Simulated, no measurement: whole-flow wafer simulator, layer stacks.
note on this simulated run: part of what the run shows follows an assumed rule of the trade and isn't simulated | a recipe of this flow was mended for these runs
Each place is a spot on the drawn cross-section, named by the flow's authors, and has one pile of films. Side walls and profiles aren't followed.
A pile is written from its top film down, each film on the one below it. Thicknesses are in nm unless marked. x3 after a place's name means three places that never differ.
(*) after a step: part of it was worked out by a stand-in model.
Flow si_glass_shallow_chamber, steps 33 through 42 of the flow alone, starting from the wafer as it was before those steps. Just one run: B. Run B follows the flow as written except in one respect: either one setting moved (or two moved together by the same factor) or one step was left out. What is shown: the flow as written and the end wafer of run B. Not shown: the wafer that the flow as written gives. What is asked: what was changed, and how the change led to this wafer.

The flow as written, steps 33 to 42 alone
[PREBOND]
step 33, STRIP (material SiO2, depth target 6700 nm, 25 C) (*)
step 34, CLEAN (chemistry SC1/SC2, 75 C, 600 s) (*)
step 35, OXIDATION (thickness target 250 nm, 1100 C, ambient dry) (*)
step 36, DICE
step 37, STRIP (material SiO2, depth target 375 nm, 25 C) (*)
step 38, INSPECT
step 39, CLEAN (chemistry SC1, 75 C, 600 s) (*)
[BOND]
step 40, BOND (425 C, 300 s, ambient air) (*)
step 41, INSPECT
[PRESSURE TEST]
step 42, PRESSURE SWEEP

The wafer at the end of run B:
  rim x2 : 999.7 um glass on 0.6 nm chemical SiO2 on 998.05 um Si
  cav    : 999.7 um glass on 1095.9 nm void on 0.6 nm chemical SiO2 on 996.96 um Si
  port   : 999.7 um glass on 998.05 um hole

Cause: step 39, CLEAN: 98 C was run, whereas the flow has 75 C.

How this came from the change, step by step:
  step 39, CLEAN (chemistry SC1, 75 C, 600 s) (*)
      rim x2, cav, septum, ring: +0.6 chemical SiO2 (new film), -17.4 Si (in the flow as written it would be: +0.6 chemical SiO2 (new film), -6.34 Si)
